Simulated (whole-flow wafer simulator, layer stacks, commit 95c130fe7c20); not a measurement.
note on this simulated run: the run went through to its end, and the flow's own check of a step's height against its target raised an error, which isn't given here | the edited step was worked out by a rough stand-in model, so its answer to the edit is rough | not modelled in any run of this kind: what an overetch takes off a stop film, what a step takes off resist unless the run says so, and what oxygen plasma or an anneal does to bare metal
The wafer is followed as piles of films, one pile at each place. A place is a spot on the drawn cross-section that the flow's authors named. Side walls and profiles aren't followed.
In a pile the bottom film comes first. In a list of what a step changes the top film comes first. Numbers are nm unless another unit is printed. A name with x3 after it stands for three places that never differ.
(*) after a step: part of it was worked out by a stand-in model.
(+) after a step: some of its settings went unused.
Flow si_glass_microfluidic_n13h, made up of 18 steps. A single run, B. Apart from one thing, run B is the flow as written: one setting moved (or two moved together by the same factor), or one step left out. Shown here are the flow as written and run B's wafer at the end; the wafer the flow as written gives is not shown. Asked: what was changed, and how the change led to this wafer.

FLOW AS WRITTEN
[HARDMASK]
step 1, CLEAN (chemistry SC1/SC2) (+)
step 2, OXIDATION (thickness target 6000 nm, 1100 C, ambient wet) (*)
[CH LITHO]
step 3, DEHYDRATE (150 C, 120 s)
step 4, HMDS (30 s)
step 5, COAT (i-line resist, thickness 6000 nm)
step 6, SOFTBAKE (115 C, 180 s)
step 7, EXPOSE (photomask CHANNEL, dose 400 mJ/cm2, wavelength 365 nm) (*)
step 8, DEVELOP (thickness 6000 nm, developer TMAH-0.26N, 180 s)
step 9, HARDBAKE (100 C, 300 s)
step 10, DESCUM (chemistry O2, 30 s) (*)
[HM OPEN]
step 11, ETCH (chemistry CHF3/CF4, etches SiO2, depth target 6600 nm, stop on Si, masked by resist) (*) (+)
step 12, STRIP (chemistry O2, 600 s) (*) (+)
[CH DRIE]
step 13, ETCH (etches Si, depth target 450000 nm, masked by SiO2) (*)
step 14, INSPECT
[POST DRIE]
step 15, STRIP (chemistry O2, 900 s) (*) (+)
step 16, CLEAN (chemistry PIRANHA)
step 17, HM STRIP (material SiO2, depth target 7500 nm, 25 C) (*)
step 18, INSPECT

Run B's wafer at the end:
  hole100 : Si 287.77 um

The reason: step 13, ETCH: depth target 247500 nm was run, while the flow as written has depth target 450000 nm.

Step by step, how the change led to this:
  step 13, ETCH (etches Si, depth target 450000 nm, masked by SiO2) (*)
      land: SiO2 loses 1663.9 (it would be, as written: SiO2 loses 3004.3)
      hole100: chemical SiO2 loses 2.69 (all of it), Si loses 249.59 um (it would be, as written: chemical SiO2 loses 2.69 (all of it), Si loses 450.64 um)
  step 17, HM STRIP (material SiO2, depth target 7500 nm, 25 C) (*)
      land: SiO2 loses 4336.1 (all of it) (it would be, as written: SiO2 loses 2995.7 (all of it))
